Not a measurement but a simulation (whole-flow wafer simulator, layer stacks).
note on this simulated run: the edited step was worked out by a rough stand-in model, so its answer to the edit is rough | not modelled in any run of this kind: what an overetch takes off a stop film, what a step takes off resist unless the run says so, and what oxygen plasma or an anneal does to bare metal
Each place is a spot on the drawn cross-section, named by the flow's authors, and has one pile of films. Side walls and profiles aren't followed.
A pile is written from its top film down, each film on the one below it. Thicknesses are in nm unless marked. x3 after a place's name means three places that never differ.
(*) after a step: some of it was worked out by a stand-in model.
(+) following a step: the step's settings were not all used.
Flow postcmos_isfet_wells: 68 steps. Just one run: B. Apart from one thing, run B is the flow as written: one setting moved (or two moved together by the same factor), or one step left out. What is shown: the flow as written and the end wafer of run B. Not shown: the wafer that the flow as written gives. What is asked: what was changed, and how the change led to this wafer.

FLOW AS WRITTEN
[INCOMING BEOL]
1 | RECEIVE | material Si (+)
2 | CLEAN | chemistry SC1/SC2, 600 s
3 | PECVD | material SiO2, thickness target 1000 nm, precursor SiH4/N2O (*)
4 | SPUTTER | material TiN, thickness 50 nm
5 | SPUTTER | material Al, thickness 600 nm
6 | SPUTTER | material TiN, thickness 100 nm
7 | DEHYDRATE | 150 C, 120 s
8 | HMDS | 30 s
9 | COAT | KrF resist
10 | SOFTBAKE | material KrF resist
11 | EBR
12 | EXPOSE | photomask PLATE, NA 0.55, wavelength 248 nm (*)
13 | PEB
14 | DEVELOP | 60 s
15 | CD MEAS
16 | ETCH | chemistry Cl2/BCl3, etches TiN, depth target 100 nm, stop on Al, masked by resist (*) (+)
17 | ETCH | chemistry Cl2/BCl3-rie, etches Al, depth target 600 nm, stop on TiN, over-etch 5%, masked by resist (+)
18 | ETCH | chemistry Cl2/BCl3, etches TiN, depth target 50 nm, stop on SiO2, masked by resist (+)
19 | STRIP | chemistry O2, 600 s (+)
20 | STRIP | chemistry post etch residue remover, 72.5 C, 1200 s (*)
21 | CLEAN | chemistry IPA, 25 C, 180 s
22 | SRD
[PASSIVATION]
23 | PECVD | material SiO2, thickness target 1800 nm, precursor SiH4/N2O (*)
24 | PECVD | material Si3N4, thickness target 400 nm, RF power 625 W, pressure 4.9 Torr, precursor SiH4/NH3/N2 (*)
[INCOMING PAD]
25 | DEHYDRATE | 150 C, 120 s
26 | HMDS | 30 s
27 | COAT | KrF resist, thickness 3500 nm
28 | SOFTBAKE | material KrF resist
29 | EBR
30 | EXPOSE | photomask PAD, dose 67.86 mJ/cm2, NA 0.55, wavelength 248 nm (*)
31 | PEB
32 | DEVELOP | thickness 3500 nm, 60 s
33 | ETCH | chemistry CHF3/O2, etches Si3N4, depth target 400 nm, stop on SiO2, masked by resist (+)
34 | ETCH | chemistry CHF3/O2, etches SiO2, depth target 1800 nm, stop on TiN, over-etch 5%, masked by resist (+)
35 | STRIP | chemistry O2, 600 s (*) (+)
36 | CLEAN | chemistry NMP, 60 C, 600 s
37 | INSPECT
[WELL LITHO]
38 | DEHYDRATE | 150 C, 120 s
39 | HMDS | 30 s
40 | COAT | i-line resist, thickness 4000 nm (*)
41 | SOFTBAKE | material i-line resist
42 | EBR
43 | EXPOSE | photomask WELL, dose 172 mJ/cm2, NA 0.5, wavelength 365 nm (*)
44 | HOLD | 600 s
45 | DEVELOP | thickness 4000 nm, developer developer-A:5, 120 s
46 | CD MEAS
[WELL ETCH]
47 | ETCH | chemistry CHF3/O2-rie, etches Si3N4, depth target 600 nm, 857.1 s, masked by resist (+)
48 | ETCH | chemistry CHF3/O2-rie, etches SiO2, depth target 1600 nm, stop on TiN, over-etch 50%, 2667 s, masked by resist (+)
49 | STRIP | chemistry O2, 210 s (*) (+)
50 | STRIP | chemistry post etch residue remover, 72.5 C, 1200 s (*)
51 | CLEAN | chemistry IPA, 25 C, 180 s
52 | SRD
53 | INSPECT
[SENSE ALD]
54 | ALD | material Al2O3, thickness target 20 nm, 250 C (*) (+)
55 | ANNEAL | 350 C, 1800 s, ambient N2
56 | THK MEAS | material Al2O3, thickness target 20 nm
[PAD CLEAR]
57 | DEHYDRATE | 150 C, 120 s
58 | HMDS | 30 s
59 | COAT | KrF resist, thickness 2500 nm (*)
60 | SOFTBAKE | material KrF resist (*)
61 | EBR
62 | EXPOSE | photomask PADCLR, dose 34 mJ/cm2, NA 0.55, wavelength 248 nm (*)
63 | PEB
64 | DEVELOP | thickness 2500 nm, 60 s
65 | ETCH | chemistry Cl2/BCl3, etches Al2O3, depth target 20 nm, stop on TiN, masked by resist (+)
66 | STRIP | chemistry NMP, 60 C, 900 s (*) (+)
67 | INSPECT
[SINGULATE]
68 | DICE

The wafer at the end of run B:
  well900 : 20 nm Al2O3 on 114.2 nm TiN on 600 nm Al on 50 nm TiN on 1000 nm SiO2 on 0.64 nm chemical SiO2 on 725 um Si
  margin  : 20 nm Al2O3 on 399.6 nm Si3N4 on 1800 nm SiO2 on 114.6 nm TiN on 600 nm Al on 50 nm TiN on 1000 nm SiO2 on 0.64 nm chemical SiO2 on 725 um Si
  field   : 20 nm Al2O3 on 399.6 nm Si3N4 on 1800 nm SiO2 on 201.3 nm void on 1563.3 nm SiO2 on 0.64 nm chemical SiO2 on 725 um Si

The reason: step 6, SPUTTER: thickness 115 nm was run, though the flow has thickness 100 nm; step 16, ETCH: depth target 115 nm was run, where the flow has depth target 100 nm.

How this came from the change, step by step:
  6 | SPUTTER | material TiN, thickness 100 nm
      field, margin, well900 and 6 more: +115 TiN (new film) (in the flow as written it would be: +100 TiN (new film))
  16 | ETCH | chemistry Cl2/BCl3, etches TiN, depth target 100 nm, stop on Al, masked by resist (*) (+)
      margin, well900, well1300, well2000, well3000, pad_rim, pad_clr, pad_open: -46 KrF resist (in the flow as written it would be: -40 KrF resist)
      field: -115 TiN (all of it) (in the flow as written it would be: -100 TiN (all of it))
  23 | PECVD | material SiO2, thickness target 1800 nm, precursor SiH4/N2O (*)
      field: +1800 SiO2 (new film), +201.3 void (new film), +563.3 SiO2 (in the flow as written it would be: +1800 SiO2 (new film), +189.9 void (new film), +559.7 SiO2)
